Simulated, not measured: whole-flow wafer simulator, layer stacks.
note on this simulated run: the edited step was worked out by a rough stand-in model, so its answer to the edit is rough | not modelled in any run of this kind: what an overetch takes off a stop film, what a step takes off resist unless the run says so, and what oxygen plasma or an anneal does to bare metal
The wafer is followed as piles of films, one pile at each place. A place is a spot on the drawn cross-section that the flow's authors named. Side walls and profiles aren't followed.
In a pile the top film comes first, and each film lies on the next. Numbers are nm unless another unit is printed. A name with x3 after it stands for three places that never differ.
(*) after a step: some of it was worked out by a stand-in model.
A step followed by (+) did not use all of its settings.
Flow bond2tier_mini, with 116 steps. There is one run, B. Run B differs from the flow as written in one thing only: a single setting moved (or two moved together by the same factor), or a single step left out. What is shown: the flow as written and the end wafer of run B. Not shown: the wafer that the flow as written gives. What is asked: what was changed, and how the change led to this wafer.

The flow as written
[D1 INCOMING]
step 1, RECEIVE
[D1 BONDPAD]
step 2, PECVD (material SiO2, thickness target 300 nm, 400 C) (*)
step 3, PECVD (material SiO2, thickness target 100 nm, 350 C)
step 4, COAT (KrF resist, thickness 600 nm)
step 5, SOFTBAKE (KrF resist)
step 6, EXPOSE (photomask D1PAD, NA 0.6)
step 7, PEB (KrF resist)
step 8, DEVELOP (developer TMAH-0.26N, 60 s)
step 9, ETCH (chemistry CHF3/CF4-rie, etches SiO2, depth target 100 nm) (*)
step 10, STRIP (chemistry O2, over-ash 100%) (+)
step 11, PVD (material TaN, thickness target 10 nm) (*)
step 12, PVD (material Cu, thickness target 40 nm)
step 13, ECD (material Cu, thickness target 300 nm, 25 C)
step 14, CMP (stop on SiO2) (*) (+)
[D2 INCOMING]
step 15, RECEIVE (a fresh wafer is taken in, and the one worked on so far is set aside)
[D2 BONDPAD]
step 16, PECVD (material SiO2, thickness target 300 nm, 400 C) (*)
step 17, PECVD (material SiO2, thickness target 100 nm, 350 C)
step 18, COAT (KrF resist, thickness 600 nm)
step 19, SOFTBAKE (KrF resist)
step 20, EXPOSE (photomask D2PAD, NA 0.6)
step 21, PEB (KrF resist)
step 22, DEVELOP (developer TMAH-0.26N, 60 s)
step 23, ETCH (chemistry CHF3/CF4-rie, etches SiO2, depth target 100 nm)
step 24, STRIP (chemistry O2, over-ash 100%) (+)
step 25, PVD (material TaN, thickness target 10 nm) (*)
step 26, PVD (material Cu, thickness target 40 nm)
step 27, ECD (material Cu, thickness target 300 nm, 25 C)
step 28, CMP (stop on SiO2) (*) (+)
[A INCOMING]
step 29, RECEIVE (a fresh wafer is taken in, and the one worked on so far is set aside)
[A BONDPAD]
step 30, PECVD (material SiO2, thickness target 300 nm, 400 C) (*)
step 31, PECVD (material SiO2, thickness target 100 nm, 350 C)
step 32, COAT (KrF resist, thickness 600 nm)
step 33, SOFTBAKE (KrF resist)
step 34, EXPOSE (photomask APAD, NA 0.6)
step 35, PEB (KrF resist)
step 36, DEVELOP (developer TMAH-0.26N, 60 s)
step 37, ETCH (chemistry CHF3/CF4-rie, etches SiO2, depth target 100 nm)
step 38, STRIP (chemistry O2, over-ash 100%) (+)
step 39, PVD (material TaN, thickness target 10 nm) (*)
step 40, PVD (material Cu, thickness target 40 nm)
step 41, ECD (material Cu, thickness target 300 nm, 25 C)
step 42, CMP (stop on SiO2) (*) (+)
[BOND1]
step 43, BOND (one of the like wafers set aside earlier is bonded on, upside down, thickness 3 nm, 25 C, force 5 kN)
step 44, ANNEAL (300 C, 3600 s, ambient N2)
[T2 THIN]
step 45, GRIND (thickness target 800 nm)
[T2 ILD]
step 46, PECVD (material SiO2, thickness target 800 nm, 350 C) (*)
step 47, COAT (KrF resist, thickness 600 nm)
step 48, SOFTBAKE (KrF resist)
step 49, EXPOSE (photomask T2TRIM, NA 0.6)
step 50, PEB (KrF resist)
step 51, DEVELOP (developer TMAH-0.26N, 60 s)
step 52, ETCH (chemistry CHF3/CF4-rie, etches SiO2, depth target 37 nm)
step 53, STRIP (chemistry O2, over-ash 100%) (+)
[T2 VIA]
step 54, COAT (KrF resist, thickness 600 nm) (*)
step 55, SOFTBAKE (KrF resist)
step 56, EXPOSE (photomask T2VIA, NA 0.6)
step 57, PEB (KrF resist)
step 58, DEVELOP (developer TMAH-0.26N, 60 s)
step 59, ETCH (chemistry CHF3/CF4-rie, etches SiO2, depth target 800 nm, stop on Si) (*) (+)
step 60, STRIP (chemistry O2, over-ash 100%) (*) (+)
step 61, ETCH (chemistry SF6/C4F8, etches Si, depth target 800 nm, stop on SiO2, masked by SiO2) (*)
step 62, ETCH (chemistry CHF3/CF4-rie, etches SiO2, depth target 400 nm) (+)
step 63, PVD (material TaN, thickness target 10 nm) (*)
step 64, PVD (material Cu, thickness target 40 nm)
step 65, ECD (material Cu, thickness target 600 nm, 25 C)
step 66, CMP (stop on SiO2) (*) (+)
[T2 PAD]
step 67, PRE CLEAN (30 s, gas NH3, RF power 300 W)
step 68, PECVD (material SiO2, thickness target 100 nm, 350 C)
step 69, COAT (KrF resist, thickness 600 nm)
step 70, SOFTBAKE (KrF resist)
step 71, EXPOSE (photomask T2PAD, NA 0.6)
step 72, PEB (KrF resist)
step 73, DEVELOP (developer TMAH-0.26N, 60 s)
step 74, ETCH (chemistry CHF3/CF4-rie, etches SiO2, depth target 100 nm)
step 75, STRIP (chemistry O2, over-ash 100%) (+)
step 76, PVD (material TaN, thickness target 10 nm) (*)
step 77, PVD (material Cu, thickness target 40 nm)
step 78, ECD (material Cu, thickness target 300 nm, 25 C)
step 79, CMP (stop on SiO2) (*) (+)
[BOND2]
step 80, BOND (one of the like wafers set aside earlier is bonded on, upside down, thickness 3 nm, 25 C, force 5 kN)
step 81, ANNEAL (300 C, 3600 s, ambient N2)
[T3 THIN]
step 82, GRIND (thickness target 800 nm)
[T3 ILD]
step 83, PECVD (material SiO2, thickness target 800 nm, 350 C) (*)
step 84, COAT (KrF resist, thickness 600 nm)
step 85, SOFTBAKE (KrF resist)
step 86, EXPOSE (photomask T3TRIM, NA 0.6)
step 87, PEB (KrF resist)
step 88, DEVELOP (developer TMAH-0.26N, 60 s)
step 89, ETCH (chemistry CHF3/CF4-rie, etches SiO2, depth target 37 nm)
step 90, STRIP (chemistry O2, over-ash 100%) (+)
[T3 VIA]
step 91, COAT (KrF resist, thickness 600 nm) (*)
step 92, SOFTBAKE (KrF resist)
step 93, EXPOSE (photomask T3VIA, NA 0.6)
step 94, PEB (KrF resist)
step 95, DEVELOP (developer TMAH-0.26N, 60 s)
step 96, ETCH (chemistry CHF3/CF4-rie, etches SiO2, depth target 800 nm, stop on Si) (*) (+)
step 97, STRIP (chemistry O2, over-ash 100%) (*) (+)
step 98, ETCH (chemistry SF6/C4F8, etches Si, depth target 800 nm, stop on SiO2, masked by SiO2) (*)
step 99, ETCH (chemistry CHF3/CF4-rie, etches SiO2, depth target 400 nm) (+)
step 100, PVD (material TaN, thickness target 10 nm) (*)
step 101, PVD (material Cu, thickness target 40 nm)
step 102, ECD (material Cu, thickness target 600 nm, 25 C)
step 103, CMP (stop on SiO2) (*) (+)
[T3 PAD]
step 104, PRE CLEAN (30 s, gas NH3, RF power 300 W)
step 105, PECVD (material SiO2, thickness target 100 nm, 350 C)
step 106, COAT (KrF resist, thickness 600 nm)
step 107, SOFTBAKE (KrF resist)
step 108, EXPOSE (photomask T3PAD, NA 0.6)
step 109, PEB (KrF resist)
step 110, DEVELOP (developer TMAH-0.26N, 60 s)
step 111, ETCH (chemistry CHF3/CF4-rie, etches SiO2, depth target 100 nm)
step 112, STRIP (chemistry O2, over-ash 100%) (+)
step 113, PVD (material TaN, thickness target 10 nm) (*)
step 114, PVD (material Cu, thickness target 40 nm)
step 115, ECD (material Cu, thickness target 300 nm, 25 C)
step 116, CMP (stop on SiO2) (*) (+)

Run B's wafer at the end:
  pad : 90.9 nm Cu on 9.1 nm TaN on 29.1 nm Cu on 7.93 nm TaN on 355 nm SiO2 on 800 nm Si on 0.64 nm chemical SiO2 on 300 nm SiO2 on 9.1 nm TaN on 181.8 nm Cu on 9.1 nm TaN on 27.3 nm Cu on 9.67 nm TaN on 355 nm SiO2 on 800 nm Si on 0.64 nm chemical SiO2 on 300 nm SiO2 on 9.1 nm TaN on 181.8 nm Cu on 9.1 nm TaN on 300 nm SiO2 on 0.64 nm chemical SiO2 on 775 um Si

The reason: step 100, PVD: thickness target 8.2 nm was run, though the flow has thickness target 10 nm.

How this came from the change, step by step:
  step 100, PVD (material TaN, thickness target 10 nm) (*)
      field: TaN gains 8.2 (new film) (in the flow as written it would be: TaN gains 10 (new film))
      pad: TaN gains 7.93 (new film) (in the flow as written it would be: TaN gains 9.67 (new film))
  step 103, CMP (stop on SiO2) (*) (+)
      field: Cu loses 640 (all of it), TaN loses 8.2 (all of it) (in the flow as written it would be: Cu loses 640 (all of it), TaN loses 10 (all of it))
